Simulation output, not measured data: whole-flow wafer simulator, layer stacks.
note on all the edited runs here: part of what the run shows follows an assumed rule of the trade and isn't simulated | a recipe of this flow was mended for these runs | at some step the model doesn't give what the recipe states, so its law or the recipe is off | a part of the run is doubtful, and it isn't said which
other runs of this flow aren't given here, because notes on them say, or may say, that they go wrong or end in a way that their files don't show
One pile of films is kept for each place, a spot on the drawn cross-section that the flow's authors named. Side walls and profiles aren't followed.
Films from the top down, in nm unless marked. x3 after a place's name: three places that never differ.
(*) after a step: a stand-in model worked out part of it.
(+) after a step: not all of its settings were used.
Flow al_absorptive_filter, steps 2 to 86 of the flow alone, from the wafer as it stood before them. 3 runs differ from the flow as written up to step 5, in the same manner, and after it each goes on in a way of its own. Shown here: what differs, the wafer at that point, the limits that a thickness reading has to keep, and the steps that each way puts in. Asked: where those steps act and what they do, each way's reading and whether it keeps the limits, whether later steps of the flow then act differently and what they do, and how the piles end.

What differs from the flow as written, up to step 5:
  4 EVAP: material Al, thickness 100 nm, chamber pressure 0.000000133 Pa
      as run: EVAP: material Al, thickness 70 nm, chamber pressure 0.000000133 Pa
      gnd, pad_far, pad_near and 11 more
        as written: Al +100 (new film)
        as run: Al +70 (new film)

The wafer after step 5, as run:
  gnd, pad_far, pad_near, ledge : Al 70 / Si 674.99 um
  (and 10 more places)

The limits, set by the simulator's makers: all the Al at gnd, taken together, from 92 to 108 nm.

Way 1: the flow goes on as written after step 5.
  The reading after step 5: 70 nm, outside the limits.
  Later steps of the flow that act differently than as written (19 more steps differ only slightly, by at most 2% or 0.5 nm, whichever is larger, and aren't shown):
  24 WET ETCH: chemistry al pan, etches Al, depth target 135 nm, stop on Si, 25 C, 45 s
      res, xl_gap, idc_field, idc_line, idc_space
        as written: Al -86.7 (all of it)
        this way: Al -56.7 (all of it)
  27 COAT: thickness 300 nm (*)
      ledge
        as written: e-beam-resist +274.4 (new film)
        this way: e-beam-resist +283.2 (new film)
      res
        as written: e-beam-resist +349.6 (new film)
        this way: e-beam-resist +335.4 (new film)
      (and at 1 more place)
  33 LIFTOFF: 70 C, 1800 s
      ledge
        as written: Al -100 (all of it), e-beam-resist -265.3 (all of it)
        this way: Al -100 (all of it), e-beam-resist -274.1 (all of it)
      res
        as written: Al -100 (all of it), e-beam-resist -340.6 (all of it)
        this way: Al -100 (all of it), e-beam-resist -326.4 (all of it)
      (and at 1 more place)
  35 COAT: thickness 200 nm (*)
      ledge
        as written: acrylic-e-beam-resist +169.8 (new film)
        this way: acrylic-e-beam-resist +179.8 (new film)
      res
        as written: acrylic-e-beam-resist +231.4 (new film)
        this way: acrylic-e-beam-resist +222.9 (new film)
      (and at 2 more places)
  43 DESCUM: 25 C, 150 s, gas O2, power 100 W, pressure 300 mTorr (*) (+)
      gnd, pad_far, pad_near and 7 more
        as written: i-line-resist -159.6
        this way: i-line-resist -147.9
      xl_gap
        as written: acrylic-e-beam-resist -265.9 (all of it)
        this way: acrylic-e-beam-resist -246.5 (all of it)
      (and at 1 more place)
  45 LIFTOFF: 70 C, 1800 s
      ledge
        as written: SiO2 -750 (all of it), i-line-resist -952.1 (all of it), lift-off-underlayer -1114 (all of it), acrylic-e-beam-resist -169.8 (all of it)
        this way: SiO2 -750 (all of it), i-line-resist -959.6 (all of it), lift-off-underlayer -1110.2 (all of it), acrylic-e-beam-resist -179.8 (all of it)
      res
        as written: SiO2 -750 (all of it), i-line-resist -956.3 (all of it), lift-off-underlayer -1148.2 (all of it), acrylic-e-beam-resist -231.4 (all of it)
        this way: SiO2 -750 (all of it), i-line-resist -962.8 (all of it), lift-off-underlayer -1133.8 (all of it), acrylic-e-beam-resist -222.9 (all of it)
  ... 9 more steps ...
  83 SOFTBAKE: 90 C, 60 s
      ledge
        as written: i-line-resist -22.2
        this way: i-line-resist -22.8
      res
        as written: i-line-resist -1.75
        this way: i-line-resist -2.83
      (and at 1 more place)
  At the end the piles differ from the flow's by more than 2% or 0.5 nm, whichever is larger, at gnd, pad_far, pad_near and 6 more.
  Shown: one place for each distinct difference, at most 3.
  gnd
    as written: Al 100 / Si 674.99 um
    this way: Al 70 / Si 674.99 um
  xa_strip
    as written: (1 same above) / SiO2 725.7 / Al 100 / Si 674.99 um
    this way: (1 same above) / SiO2 725.7 / Al 70 / Si 674.99 um
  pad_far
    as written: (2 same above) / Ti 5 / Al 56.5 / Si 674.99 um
    this way: (2 same above) / Ti 5 / Al 26.5 / Si 674.99 um

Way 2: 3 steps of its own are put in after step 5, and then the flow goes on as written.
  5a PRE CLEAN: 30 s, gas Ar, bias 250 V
      gnd, pad_far, pad_near and 11 more
        Al -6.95
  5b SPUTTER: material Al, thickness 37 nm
      gnd, pad_far, pad_near and 11 more
        Al +37
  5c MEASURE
      changes no film at any place that is followed
  The reading after step 5c: 100.1 nm, within the limits.
  No later step of the flow acts differently than as written, at any place that is followed, by more than 2% or 0.5 nm, whichever is larger.
  At the end the piles differ from the flow's only slightly at the places that both follow, by at most 2% or 0.5 nm, whichever is larger.

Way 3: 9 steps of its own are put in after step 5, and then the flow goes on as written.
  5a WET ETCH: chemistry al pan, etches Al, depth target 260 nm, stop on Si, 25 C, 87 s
      gnd, pad_far, pad_near and 11 more
        Al -70 (all of it)
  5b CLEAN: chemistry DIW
      changes no film at any place that is followed
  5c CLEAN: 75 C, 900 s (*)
      gnd, pad_far, pad_near and 11 more
        chemical SiO2 +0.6 (new film), Si -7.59
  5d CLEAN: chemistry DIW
      changes no film at any place that is followed
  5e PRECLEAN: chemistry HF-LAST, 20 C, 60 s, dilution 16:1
      gnd, pad_far, pad_near and 11 more
        chemical SiO2 -0.6 (all of it)
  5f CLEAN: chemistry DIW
      changes no film at any place that is followed
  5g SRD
      changes no film at any place that is followed
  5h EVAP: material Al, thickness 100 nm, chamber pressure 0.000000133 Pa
      gnd, pad_far, pad_near and 11 more
        Al +100 (new film)
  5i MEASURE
      changes no film at any place that is followed
  The reading after step 5i: 100 nm, within the limits.
  No later step of the flow acts differently than as written at any place that is followed.
  At the end the piles differ from the flow's only slightly at the places that both follow, by at most 2% or 0.5 nm, whichever is larger.

Within the limits: way 2, way 3. Outside them: way 1.
